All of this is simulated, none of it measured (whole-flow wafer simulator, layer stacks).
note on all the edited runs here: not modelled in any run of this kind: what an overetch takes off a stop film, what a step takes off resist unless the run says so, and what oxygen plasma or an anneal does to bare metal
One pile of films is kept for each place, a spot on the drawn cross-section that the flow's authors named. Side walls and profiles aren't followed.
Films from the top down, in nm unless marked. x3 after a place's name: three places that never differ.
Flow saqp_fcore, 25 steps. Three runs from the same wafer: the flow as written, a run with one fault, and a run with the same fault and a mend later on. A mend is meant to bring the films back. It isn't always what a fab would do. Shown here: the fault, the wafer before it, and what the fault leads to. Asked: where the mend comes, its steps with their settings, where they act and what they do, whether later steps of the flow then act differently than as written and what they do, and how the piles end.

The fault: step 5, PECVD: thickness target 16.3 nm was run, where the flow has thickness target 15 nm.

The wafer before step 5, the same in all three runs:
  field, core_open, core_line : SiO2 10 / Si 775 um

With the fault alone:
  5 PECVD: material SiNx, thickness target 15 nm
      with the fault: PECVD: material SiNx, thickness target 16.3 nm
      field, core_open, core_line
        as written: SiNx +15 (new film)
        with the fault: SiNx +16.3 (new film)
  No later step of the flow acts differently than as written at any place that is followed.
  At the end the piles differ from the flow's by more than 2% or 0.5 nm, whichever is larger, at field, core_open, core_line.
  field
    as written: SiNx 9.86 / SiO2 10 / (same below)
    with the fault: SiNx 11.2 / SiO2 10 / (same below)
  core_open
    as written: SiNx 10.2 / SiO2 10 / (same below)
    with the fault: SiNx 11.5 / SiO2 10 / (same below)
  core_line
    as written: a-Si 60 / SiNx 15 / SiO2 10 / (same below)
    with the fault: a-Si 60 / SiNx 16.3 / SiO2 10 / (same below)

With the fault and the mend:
  The mend comes after step 5.
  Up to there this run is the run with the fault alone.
  5a ETCH: chemistry h3po4, depth target 1.3 nm
      field, core_open, core_line
        SiNx -1.3
  No later step of the flow acts differently than as written at any place that is followed.
  At the end the piles are the same as the flow's at every place that both follow.
